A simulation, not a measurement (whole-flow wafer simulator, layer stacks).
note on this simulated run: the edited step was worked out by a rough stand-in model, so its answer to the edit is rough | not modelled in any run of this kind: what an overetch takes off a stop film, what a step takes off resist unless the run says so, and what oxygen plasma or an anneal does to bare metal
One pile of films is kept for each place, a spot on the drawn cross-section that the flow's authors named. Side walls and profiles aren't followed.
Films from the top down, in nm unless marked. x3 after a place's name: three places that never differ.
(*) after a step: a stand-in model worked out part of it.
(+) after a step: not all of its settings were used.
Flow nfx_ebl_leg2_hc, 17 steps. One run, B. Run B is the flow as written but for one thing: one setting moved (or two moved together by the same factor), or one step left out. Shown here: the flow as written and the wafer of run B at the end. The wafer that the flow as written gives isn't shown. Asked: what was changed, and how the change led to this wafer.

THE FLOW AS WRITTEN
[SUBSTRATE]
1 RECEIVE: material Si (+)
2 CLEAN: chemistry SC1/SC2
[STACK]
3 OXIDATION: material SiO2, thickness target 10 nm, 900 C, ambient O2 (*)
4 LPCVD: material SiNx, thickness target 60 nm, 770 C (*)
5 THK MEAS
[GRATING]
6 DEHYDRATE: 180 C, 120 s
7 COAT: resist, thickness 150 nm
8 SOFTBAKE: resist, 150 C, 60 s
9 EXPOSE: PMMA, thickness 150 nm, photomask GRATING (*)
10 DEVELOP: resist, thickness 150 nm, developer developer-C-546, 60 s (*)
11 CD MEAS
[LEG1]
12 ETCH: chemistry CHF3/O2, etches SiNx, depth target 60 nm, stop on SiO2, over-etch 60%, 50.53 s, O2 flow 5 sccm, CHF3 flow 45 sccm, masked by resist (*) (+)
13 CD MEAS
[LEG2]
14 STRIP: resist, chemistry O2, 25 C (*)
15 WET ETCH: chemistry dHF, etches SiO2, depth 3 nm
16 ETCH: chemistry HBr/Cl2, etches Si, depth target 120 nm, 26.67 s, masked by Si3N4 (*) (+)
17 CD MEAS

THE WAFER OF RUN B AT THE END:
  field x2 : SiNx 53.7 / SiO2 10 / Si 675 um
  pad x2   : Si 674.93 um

The cause: step 16, ETCH: depth target 66 nm was run, where the flow has depth target 120 nm; step 16, ETCH: 14.67 s was run, where the flow has 26.67 s.

How the change led to this, step by step:
  16 ETCH: chemistry HBr/Cl2, etches Si, depth target 120 nm, 26.67 s, masked by Si3N4 (*) (+)
      field x2: SiNx -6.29 (as written it would be: SiNx -11.4)
      pad x2: Si -66 (as written it would be: Si -120)
